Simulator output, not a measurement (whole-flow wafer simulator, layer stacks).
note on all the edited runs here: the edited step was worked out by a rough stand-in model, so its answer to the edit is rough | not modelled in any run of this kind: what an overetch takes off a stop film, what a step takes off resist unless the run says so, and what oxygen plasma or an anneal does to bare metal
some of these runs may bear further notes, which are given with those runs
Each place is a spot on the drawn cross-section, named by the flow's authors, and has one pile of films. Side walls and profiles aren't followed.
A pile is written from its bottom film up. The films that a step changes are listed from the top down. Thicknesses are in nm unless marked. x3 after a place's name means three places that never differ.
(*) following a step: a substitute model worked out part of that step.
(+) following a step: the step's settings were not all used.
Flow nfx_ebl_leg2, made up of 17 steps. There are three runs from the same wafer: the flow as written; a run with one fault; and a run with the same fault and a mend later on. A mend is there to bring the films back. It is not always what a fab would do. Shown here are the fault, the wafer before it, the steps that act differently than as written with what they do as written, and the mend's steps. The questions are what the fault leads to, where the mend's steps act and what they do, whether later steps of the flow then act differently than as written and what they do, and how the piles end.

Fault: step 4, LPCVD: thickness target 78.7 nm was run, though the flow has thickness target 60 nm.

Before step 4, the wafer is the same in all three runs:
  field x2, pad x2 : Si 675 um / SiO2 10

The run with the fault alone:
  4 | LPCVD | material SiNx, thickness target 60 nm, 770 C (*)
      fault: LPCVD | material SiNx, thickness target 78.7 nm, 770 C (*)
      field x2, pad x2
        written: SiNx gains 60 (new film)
        fault: SiNx gains 78.7 (new film)
  Steps later in the flow that act otherwise than as written:
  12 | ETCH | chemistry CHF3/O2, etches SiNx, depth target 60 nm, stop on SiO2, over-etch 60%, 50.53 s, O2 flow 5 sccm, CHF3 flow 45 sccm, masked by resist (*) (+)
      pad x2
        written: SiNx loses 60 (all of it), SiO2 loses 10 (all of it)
        fault: SiNx loses 78.7 (all of it), SiO2 loses 8.65
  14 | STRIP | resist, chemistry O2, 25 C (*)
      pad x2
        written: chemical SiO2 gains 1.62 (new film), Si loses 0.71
        fault: nothing
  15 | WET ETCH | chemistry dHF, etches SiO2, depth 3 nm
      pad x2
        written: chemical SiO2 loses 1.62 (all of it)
        fault: SiO2 loses 1.35 (all of it)
  The piles end different from the flow's at field x2 by more than 2% or 0.5 nm, whichever is larger.
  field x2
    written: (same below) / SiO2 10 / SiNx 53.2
    fault: (same below) / SiO2 10 / SiNx 71.9

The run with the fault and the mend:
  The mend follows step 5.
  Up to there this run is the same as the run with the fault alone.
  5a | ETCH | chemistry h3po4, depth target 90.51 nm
      field x2, pad x2
        SiNx loses 78.7 (all of it)
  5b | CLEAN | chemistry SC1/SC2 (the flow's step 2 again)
      leaves every film unchanged at each place that is followed
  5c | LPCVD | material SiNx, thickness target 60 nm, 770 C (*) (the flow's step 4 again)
      field x2, pad x2
        SiNx gains 60 (new film)
  Later steps of the flow that are run all act as written at every place that is followed.
  The piles end the same as the flow's at every place that both follow.
